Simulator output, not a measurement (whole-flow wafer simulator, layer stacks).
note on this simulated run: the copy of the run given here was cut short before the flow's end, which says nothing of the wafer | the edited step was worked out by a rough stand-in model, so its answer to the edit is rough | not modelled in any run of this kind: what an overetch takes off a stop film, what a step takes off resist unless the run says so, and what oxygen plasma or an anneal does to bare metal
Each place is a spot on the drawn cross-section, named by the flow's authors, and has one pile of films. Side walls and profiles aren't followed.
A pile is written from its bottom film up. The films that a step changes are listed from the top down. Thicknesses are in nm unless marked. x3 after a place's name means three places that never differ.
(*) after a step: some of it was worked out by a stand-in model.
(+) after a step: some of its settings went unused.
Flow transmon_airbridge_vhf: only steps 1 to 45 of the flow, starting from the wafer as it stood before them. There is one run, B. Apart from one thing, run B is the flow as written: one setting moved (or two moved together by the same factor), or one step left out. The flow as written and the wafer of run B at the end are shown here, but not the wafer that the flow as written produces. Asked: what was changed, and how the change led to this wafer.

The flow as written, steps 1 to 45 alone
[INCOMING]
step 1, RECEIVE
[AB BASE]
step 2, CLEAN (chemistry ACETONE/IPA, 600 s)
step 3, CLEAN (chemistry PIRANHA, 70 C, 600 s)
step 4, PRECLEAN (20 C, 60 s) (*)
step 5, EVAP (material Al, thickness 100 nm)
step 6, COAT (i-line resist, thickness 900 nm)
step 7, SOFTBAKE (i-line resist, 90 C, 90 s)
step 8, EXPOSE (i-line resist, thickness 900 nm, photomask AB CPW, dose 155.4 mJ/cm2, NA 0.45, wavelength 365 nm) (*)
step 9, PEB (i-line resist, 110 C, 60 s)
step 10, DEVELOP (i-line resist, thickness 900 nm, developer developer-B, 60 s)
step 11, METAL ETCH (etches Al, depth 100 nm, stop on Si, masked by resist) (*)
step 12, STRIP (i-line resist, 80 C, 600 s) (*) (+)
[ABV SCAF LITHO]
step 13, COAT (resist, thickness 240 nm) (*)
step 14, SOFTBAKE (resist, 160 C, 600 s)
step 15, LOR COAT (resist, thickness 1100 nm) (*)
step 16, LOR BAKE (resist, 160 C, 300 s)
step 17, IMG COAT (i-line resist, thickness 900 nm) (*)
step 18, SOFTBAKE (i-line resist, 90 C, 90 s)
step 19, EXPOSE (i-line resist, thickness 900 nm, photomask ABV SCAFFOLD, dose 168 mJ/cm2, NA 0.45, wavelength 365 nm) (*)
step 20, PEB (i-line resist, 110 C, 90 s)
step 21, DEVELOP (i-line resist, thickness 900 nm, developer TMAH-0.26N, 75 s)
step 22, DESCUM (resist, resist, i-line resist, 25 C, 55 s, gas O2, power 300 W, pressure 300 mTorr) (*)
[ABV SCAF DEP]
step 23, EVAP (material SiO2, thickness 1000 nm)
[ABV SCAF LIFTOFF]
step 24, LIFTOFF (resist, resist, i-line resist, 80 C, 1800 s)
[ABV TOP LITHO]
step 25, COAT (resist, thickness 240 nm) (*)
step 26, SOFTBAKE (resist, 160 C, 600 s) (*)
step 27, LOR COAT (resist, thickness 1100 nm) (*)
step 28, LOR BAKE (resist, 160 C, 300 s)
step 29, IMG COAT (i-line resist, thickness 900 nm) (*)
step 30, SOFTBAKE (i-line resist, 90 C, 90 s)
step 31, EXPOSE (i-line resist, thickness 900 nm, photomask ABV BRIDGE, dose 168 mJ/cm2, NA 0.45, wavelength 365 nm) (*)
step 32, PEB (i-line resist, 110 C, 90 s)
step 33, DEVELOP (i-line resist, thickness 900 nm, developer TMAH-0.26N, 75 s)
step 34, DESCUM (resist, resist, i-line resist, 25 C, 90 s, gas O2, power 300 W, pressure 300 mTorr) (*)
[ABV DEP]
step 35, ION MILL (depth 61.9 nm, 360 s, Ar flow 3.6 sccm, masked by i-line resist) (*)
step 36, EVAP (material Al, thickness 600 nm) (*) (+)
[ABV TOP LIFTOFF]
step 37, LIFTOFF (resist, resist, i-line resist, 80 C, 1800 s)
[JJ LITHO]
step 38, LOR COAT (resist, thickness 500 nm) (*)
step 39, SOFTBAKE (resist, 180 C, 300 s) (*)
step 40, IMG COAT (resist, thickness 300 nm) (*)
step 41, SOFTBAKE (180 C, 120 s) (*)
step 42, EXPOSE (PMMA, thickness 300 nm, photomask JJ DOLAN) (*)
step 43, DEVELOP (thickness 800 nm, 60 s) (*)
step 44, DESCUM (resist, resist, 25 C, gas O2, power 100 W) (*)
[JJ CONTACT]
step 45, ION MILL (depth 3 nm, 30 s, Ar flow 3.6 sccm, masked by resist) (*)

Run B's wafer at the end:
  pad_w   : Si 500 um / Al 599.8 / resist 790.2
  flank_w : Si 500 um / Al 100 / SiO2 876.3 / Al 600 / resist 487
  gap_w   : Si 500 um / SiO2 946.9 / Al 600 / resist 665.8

Cause: step 35, ION MILL: 531 s was run, while the flow as written has 360 s.

How this came from the change, step by step:
  step 35, ION MILL (depth 61.9 nm, 360 s, Ar flow 3.6 sccm, masked by i-line resist) (*)
      field x3, jj_line, ground_far, trace_open_s x2, margin_s, margin_n: -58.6 i-line resist (in the flow as written it would be: -39.7 i-line resist)
      flank_w, gap_w, cpw_trace, gap_e, flank_e, bridge_strip: -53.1 SiO2 (in the flow as written it would be: -36 SiO2)
      (as well as at 2 more places)
  step 37, LIFTOFF (resist, resist, i-line resist, 80 C, 1800 s)
      field x3, jj_line, trace_open_s x2: -600 Al (all of it), -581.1 i-line resist (all of it), -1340 resist (all of it) (in the flow as written it would be: -600 Al (all of it), -600 i-line resist (all of it), -1340 resist (all of it))
      margin_s, margin_n: -600 Al (all of it), -299.4 i-line resist (all of it), -992 resist (all of it) (in the flow as written it would be: -600 Al (all of it), -318.3 i-line resist (all of it), -992 resist (all of it))
      (as well as at 1 more place)
